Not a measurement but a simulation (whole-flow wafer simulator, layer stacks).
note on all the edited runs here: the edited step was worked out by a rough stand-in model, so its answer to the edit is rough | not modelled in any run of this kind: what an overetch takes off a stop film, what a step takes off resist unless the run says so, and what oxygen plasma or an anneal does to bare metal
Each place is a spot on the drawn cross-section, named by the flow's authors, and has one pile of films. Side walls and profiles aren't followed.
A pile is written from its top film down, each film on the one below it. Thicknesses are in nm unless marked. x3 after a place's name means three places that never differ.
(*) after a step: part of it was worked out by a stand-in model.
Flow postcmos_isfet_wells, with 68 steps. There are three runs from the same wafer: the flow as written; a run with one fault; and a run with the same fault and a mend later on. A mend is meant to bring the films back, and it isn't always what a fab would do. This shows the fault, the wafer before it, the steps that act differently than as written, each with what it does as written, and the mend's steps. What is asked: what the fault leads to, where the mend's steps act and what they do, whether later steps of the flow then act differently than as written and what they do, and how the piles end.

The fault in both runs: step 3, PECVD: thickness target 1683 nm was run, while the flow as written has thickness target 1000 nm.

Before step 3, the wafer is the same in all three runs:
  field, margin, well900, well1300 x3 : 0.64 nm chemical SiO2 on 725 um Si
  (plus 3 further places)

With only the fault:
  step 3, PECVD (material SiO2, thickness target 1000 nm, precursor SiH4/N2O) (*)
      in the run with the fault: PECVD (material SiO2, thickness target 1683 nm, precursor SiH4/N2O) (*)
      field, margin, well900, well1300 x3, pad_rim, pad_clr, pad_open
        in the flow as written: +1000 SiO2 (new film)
        in the run with the fault: +1683 SiO2 (new film)
  Every later step of the flow that is run acts as written at every place that is followed.
  The piles end different from the flow's at field, margin, well900, well1300 x3, pad_rim, pad_clr, pad_open by more than 2% or 0.5 nm, whichever is larger.
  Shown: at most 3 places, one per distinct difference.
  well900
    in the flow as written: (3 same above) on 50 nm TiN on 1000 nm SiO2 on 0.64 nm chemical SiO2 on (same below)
    in the run with the fault: (3 same above) on 50 nm TiN on 1683 nm SiO2 on 0.64 nm chemical SiO2 on (same below)
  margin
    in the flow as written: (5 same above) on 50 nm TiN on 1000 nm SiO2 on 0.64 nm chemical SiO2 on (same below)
    in the run with the fault: (5 same above) on 50 nm TiN on 1683 nm SiO2 on 0.64 nm chemical SiO2 on (same below)
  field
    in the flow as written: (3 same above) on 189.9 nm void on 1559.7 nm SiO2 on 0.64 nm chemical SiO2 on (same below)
    in the run with the fault: (3 same above) on 189.9 nm void on 2242.7 nm SiO2 on 0.64 nm chemical SiO2 on (same below)

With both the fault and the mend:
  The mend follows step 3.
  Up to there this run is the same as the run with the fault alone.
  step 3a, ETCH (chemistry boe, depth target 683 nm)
      field, margin, well900, well1300 x3, pad_rim, pad_clr, pad_open
        -683 SiO2
  Every later step of the flow that is run acts as written at every place that is followed.
  By the end, the piles equal the flow's at every place that both follow.
